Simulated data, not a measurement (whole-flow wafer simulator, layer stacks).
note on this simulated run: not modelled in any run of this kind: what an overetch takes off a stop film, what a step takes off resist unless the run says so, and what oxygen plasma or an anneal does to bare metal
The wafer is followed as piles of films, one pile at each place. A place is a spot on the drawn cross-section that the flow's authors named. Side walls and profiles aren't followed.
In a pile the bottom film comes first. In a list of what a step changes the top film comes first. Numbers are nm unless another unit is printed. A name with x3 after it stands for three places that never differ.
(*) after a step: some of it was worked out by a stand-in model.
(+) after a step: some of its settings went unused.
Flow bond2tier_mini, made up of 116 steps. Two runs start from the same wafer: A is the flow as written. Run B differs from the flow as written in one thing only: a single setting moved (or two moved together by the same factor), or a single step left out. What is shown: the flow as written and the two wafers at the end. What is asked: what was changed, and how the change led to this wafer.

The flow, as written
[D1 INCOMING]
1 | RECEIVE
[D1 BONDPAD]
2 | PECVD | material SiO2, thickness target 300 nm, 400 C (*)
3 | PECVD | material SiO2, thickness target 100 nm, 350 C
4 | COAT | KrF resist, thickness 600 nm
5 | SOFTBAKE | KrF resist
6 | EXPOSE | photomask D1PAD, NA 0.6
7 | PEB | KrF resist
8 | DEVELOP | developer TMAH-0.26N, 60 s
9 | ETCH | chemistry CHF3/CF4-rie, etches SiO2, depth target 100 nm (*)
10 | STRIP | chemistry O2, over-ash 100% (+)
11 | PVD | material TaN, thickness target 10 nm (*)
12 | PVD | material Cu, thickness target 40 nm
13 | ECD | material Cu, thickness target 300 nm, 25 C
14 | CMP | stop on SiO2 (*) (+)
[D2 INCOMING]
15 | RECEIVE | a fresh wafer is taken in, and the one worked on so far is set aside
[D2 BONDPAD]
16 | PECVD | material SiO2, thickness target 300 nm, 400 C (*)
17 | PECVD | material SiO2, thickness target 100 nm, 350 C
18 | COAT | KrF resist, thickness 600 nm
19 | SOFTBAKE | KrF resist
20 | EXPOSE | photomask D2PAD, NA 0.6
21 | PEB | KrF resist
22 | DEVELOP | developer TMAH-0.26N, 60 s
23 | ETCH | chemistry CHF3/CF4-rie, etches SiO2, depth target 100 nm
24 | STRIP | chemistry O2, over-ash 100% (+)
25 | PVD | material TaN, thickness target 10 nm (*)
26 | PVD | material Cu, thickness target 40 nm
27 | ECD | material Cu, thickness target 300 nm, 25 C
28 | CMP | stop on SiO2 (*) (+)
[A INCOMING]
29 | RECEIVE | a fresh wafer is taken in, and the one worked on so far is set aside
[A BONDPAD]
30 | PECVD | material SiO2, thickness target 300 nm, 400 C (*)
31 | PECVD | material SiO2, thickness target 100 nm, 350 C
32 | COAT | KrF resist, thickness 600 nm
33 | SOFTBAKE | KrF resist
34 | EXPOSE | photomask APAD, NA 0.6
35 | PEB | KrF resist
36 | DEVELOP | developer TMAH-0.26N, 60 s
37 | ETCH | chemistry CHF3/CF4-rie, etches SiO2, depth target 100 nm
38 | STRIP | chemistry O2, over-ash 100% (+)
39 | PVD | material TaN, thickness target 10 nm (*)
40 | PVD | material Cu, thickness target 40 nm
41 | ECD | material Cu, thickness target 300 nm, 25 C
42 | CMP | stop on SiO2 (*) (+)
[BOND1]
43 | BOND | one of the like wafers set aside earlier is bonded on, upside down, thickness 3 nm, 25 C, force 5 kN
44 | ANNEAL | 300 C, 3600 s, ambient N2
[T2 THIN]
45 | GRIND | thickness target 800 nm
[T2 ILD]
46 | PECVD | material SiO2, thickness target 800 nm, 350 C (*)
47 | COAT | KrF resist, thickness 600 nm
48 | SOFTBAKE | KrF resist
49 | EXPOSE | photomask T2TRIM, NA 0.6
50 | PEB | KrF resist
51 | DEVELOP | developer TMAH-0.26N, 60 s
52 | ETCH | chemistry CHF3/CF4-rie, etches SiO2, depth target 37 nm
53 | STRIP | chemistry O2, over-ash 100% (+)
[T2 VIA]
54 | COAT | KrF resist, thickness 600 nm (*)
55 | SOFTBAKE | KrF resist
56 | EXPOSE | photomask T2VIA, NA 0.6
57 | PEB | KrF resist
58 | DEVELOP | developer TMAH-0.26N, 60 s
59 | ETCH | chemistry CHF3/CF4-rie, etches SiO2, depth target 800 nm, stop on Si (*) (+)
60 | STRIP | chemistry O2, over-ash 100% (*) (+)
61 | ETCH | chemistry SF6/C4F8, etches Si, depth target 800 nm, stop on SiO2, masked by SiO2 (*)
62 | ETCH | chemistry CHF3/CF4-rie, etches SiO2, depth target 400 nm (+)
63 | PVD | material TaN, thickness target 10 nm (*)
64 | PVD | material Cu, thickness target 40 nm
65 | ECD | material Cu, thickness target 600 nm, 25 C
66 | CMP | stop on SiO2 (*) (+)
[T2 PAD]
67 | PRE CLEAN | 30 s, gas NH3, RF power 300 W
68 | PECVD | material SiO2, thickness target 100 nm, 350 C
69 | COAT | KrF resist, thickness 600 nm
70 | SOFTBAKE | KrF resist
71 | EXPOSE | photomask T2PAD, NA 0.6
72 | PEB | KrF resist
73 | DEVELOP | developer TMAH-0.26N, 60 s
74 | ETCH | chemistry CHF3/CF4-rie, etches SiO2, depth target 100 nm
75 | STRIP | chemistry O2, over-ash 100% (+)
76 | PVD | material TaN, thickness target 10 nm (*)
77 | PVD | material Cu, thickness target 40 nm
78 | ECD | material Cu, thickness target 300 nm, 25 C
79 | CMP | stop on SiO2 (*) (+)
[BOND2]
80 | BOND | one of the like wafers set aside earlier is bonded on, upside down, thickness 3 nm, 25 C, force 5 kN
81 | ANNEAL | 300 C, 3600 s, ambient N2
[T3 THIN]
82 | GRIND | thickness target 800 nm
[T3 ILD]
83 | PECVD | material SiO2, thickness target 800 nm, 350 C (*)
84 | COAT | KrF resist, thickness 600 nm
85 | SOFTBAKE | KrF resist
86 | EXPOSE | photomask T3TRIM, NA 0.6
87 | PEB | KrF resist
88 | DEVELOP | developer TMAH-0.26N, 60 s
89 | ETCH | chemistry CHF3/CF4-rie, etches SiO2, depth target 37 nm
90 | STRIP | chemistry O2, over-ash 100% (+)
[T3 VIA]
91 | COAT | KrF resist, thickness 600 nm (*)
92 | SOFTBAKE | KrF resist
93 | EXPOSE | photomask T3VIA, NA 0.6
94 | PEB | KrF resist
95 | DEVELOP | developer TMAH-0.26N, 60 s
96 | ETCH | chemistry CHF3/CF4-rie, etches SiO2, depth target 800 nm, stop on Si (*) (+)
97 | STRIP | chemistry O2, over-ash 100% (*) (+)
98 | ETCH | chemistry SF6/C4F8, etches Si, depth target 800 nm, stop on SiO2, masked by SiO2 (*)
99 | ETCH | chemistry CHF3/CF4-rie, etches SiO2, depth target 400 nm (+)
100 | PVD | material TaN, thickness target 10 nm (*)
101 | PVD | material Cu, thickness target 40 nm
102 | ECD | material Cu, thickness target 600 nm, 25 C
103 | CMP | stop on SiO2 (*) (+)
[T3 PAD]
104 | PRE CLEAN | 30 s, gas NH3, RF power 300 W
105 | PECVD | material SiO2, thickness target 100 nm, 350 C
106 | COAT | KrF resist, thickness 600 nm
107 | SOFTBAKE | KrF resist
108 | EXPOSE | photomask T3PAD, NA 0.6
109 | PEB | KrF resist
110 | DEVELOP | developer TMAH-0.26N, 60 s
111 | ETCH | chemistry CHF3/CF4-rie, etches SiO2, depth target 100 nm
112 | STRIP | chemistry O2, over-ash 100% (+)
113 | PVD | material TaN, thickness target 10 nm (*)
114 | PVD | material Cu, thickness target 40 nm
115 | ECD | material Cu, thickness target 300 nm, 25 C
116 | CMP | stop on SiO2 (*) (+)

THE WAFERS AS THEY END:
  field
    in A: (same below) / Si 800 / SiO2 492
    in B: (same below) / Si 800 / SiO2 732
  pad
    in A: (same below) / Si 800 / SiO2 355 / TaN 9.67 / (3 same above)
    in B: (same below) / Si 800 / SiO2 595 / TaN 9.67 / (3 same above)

The reason: step 99, ETCH: depth target 160 nm was run, though the flow has depth target 400 nm.

The path from the change to this, step by step:
  99 | ETCH | chemistry CHF3/CF4-rie, etches SiO2, depth target 400 nm (+)
      field, pad: A SiO2 loses 400 | B SiO2 loses 160
